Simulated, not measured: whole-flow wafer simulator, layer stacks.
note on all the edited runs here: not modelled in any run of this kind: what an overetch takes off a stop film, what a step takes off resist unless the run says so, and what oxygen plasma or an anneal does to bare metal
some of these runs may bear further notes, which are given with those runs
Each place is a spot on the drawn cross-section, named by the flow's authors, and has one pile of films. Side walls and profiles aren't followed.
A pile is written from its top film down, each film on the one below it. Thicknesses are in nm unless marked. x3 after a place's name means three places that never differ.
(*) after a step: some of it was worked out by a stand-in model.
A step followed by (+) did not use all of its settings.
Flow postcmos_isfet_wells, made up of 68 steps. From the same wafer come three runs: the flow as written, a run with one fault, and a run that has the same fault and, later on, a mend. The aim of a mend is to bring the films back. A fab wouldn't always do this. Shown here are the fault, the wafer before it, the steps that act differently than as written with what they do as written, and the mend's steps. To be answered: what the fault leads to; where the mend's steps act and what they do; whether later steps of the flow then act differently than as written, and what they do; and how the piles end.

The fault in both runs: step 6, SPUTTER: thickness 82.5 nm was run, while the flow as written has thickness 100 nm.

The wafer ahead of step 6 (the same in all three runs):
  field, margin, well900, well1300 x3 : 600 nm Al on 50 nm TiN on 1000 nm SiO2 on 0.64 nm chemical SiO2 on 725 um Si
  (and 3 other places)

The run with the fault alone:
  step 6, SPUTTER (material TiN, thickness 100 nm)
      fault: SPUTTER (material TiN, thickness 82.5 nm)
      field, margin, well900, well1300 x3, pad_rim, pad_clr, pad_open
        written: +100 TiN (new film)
        fault: +82.5 TiN (new film)
  Steps later in the flow that act otherwise than as written:
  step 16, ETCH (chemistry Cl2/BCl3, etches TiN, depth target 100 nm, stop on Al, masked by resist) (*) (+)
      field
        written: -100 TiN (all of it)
        fault: -82.5 TiN (all of it)
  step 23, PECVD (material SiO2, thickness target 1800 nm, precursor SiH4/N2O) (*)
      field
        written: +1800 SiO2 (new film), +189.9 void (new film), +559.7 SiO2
        fault: +1800 SiO2 (new film), +176.7 void (new film), +555.4 SiO2
  At field, margin, well900, well1300 x3, pad_rim, pad_clr, pad_open, the piles at the end differ from the flow's by more than 2% or 0.5 nm, whichever is larger.
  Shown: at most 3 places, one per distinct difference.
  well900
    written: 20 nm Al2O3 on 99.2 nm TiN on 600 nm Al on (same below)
    fault: 20 nm Al2O3 on 81.7 nm TiN on 600 nm Al on (same below)
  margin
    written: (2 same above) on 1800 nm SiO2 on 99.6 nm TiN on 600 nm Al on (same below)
    fault: (2 same above) on 1800 nm SiO2 on 82.1 nm TiN on 600 nm Al on (same below)
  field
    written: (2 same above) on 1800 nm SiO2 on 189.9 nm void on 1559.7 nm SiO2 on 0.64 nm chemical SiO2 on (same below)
    fault: (2 same above) on 1800 nm SiO2 on 176.7 nm void on 1555.4 nm SiO2 on 0.64 nm chemical SiO2 on (same below)

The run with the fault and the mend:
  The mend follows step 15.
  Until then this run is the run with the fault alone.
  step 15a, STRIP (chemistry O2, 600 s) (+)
      margin, well900, well1300 x3, pad_rim, pad_clr, pad_open
        -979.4 KrF resist (all of it)
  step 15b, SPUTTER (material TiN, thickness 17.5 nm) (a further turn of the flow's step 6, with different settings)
      field, margin, well900, well1300 x3, pad_rim, pad_clr, pad_open
        +17.5 TiN
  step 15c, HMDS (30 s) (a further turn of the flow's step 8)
      does not change any film at any place that is followed
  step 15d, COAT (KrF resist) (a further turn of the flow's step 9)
      field, margin, well900, well1300 x3, pad_rim, pad_clr, pad_open
        +1000 KrF resist (new film)
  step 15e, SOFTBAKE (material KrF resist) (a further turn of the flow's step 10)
      does not change any film at any place that is followed
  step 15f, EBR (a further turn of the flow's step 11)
      does not change any film at any place that is followed
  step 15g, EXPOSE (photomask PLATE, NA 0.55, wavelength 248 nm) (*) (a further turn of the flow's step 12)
      does not change any film at any place that is followed
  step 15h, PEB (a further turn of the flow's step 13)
      field, margin, well900, well1300 x3, pad_rim, pad_clr, pad_open
        -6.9 KrF resist
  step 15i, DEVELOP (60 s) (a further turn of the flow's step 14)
      margin, well900, well1300 x3, pad_rim, pad_clr, pad_open
        -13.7 KrF resist
      field
        -993.1 KrF resist (all of it)
  Later steps of the flow that are run all act as written at every place that is followed.
  At every place that both follow, the piles at the end match the flow's.
